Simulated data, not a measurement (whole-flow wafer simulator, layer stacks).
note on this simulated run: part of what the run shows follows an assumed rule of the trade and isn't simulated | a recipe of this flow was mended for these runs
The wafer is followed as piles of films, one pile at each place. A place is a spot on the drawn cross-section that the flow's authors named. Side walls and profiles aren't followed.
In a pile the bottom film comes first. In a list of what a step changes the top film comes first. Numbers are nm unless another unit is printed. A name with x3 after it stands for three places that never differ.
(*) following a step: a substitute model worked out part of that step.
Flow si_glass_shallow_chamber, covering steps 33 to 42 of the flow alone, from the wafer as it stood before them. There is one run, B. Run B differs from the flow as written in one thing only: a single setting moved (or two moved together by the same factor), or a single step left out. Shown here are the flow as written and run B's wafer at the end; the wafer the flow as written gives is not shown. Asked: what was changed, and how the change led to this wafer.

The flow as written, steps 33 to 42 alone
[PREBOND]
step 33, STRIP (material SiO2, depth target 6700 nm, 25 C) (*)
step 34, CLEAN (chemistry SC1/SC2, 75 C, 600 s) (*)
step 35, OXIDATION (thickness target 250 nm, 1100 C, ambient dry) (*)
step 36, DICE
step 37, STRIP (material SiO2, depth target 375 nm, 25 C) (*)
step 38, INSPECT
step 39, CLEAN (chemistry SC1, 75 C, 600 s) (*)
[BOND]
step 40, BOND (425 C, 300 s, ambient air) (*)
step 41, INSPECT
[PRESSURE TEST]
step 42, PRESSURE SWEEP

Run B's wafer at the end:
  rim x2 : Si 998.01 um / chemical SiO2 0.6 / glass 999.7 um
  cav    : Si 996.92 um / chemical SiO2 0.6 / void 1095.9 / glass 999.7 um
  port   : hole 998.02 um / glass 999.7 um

What caused this: step 35, OXIDATION: thickness target 362.5 nm was run, while the flow as written has thickness target 250 nm.

How this came from the change, step by step:
  step 35, OXIDATION (thickness target 250 nm, 1100 C, ambient dry) (*)
      rim x2, cav, septum, ring: +362.5 SiO2 (new film), -0.6 chemical SiO2 (all of it), -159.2 Si (as written it would have been: +250 SiO2 (new film), -0.6 chemical SiO2 (all of it), -109.7 Si)
  step 37, STRIP (material SiO2, depth target 375 nm, 25 C) (*)
      rim x2, cav, septum, ring: -362.5 SiO2 (all of it) (as written it would have been: -250 SiO2 (all of it))
  step 40, BOND (425 C, 300 s, ambient air) (*)
      port: +999.7 um glass (new film), +967.8 hole (as written it would have been: +999.7 um glass (new film), +1017.3 hole)
